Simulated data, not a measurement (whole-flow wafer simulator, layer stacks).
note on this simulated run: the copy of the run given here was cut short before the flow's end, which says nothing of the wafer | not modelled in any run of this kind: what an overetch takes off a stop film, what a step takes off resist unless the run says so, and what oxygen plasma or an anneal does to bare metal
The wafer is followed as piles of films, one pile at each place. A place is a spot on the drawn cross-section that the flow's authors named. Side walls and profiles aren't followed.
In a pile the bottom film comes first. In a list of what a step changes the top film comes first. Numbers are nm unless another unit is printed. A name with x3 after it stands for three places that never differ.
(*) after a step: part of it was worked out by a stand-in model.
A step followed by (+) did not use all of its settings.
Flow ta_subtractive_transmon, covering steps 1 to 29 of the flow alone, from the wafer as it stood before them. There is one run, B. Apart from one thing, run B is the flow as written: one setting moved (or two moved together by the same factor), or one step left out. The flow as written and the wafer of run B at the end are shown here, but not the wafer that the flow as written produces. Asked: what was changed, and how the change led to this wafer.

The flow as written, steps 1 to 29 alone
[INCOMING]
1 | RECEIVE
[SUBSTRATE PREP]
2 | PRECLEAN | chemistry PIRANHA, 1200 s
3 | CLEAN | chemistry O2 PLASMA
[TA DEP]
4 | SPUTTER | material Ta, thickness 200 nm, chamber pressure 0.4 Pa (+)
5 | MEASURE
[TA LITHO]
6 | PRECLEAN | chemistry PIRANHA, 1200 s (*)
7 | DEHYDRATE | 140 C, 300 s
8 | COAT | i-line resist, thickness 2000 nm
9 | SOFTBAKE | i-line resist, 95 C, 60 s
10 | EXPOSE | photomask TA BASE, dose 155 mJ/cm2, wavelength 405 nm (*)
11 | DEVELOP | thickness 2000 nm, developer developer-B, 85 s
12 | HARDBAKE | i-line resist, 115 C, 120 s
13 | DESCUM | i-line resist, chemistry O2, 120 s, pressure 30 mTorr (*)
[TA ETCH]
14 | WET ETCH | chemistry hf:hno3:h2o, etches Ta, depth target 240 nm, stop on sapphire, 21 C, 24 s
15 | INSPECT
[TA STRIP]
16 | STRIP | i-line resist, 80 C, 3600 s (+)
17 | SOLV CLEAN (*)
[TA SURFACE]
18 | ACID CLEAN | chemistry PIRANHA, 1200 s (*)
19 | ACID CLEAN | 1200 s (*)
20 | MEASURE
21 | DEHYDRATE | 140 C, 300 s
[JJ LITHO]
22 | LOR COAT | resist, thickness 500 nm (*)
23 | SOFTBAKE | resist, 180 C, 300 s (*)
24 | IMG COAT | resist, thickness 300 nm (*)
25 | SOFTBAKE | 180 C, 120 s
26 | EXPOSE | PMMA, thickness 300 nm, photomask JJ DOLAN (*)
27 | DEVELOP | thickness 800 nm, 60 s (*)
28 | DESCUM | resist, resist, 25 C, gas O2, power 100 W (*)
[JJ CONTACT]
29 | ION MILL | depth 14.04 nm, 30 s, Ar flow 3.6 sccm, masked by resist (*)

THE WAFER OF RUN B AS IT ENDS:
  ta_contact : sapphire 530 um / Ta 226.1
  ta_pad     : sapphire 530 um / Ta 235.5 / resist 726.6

Cause: step 4, SPUTTER: thickness 235.8 nm was run, whereas the flow has thickness 200 nm.

How this came from the change, step by step:
  4 | SPUTTER | material Ta, thickness 200 nm, chamber pressure 0.4 Pa (+)
      field x2, jj_line, lead, ta_contact, ta_pad: +235.8 Ta (new film) (as written it would have been: +200 Ta (new film))
  14 | WET ETCH | chemistry hf:hno3:h2o, etches Ta, depth target 240 nm, stop on sapphire, 21 C, 24 s
      field x2, jj_line, lead: -235.8 Ta (all of it) (as written it would have been: -200 Ta (all of it))
  22 | LOR COAT | resist, thickness 500 nm (*)
      ta_contact: +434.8 resist (new film) (as written it would have been: +443.8 resist (new film))
